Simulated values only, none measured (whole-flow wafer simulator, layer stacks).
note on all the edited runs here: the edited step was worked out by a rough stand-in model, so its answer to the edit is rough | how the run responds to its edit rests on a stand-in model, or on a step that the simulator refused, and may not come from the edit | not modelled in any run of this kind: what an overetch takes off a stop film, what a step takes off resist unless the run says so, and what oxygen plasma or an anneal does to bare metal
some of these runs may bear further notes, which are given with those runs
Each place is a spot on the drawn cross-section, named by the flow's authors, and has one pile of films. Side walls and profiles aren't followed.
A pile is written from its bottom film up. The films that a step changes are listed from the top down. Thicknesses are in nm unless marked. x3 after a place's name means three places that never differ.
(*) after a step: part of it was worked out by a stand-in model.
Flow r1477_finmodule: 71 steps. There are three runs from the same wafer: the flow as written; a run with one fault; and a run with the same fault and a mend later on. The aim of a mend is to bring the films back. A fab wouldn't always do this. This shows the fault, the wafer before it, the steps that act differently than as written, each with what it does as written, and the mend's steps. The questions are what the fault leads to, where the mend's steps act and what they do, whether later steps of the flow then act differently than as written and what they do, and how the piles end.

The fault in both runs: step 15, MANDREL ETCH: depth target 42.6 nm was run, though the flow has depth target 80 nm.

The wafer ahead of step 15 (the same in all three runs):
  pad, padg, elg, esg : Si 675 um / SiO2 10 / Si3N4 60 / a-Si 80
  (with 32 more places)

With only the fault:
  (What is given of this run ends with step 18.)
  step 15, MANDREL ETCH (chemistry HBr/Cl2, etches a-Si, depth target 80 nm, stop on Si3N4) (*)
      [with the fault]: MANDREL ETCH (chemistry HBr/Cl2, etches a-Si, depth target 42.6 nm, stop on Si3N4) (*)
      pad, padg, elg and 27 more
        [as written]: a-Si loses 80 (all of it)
        [with the fault]: a-Si loses 42.6
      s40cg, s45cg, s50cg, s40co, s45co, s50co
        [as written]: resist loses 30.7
        [with the fault]: resist loses 16.3
  Later steps of the flow acting differently than as written:
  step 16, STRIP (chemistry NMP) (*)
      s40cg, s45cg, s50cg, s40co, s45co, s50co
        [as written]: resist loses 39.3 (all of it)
        [with the fault]: resist loses 53.7 (all of it)
  After step 18, at pad, padg, elg and 27 more, the piles differ from the flow's by more than 2% or 0.5 nm, whichever is larger.
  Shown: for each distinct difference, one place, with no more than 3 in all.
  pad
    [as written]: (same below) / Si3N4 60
    [with the fault]: (same below) / Si3N4 60 / a-Si 37.4

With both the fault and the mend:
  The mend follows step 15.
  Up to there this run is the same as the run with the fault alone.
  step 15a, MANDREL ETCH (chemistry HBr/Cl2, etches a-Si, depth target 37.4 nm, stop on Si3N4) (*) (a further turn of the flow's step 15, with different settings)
      pad, padg, elg and 27 more
        a-Si loses 37.4 (all of it)
      s40cg, s45cg, s50cg, s40co, s45co, s50co
        resist loses 14.3
  None of the later steps of the flow acts differently than as written at any place that is followed.
  By the end, the piles equal the flow's at every place that both follow.
